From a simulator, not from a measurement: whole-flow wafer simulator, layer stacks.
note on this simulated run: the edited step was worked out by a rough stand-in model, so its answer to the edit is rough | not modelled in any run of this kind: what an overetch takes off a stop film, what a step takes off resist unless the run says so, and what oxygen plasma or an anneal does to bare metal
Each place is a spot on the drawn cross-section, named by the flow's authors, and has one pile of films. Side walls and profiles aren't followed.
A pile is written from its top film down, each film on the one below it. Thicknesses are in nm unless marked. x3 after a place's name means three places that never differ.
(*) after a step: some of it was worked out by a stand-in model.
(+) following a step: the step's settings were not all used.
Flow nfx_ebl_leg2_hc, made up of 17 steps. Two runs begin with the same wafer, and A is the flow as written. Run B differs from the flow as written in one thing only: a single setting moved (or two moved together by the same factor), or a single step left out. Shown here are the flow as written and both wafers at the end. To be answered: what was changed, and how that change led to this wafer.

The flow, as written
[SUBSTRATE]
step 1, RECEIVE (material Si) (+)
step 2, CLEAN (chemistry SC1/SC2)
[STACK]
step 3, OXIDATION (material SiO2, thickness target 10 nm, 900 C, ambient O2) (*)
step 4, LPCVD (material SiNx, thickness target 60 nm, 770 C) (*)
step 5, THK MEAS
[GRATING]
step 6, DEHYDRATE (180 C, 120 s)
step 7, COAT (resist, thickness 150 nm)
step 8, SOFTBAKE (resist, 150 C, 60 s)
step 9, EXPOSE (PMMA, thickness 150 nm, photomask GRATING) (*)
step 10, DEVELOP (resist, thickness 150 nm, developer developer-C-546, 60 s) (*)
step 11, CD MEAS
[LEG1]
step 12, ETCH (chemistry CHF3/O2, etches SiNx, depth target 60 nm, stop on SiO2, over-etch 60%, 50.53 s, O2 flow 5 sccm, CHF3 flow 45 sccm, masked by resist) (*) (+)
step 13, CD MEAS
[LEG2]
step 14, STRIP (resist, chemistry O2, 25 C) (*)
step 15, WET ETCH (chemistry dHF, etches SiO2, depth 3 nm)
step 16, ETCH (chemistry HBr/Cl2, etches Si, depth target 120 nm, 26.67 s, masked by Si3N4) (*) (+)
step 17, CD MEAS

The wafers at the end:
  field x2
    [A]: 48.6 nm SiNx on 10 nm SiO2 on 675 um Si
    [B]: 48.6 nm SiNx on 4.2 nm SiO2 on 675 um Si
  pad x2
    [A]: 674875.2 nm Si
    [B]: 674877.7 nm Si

What caused this: step 3, OXIDATION: thickness target 4.2 nm was run, though the flow has thickness target 10 nm.
The wafer lets one read it off: field x2 has SiO2 4.2, and step 3 as written asks for 10 nm.

How this came from the change, step by step:
  step 3, OXIDATION (material SiO2, thickness target 10 nm, 900 C, ambient O2) (*)
      field x2, pad x2: A +10 SiO2 (new film), -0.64 chemical SiO2 (all of it), -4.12 Si | B +4.2 SiO2 (new film), -0.64 chemical SiO2 (all of it), -1.56 Si
  step 12, ETCH (chemistry CHF3/O2, etches SiNx, depth target 60 nm, stop on SiO2, over-etch 60%, 50.53 s, O2 flow 5 sccm, CHF3 flow 45 sccm, masked by resist) (*) (+)
      pad x2: A -60 SiNx (all of it), -10 SiO2 (all of it) | B -60 SiNx (all of it), -4.2 SiO2 (all of it)
